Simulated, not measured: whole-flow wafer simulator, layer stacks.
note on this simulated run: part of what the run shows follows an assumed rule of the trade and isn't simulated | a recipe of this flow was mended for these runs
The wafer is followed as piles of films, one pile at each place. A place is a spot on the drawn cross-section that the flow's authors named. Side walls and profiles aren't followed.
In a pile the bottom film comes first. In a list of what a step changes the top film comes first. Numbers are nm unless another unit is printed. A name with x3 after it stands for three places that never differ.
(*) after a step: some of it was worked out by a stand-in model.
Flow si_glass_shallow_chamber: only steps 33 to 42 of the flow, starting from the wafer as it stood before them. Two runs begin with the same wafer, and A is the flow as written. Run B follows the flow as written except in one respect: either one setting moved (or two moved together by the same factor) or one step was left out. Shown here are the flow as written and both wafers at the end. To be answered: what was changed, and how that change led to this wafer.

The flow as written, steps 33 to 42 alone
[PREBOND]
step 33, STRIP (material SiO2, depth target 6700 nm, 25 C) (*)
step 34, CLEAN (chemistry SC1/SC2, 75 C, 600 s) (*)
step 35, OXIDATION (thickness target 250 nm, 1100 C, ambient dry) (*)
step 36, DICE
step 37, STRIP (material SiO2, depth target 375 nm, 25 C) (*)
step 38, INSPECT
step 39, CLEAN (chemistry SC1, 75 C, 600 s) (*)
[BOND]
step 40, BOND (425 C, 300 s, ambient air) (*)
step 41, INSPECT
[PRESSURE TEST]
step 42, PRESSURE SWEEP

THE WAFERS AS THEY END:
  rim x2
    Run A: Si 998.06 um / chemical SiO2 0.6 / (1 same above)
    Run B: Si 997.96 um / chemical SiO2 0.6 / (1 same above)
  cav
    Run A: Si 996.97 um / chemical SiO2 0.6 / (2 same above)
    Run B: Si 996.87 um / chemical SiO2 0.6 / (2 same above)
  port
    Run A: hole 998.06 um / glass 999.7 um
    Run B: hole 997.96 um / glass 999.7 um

The reason: step 35, OXIDATION: thickness target 482.8 nm was run, whereas the flow has thickness target 250 nm.

The path from the change to this, step by step:
  step 35, OXIDATION (thickness target 250 nm, 1100 C, ambient dry) (*)
      rim x2, cav, septum, ring: A SiO2 gains 250 (new film), chemical SiO2 loses 0.6 (all of it), Si loses 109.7 | B SiO2 gains 482.8 (new film), chemical SiO2 loses 0.6 (all of it), Si loses 212.2
  step 37, STRIP (material SiO2, depth target 375 nm, 25 C) (*)
      rim x2, cav, septum, ring: A SiO2 loses 250 (all of it) | B SiO2 loses 482.8 (all of it)
  step 40, BOND (425 C, 300 s, ambient air) (*)
      port: A glass gains 999.7 um (new film), hole gains 1017.3 | B glass gains 999.7 um (new film), hole gains 914.8
